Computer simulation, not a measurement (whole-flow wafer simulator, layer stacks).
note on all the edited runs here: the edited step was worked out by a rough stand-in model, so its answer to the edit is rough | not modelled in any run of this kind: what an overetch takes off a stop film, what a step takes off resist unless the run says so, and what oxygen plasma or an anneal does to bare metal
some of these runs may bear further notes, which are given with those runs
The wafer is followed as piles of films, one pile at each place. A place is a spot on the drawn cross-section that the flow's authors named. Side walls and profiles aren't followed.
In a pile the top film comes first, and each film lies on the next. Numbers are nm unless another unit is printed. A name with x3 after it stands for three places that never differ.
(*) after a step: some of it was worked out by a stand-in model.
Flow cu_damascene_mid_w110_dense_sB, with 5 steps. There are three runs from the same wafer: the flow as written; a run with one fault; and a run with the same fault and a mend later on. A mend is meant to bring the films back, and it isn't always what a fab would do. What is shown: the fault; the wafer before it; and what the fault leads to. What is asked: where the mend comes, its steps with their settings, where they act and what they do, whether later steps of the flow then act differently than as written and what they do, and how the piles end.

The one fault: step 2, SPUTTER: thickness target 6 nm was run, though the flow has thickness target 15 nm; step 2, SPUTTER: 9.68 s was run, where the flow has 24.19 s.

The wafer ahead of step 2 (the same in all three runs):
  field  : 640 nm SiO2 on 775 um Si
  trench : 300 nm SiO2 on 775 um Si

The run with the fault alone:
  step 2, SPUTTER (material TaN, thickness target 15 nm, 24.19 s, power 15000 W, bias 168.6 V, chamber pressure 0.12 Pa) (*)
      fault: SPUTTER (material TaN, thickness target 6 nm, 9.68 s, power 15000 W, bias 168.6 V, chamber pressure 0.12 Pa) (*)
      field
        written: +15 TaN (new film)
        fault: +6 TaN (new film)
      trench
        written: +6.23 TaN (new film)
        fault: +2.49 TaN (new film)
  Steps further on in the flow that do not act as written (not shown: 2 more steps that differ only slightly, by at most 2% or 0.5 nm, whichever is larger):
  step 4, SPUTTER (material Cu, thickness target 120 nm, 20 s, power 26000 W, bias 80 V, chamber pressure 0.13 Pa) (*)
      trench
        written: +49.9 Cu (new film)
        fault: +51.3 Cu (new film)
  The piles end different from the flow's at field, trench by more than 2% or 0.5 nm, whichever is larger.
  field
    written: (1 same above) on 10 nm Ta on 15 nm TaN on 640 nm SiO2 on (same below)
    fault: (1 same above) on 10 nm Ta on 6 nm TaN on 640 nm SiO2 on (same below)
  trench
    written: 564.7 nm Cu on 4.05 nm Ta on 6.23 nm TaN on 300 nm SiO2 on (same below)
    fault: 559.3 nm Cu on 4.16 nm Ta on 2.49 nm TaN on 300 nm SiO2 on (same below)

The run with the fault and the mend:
  The mend stands after step 2.
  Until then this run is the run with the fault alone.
  step 2a, SPUTTER (material TaN, thickness target 9 nm, 14.51 s, power 15000 W, bias 168.6 V, chamber pressure 0.12 Pa) (*) (a further turn of the flow's step 2, with different settings)
      field
        +9 TaN
      trench
        +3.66 TaN
  Every later step of the flow that is run acts as written, at every place that is followed, to within 2% or 0.5 nm, whichever is larger.
  When the end is reached, the piles differ only a little from the flow's at the places that both follow, at most by 2% or 0.5 nm, whichever is larger.
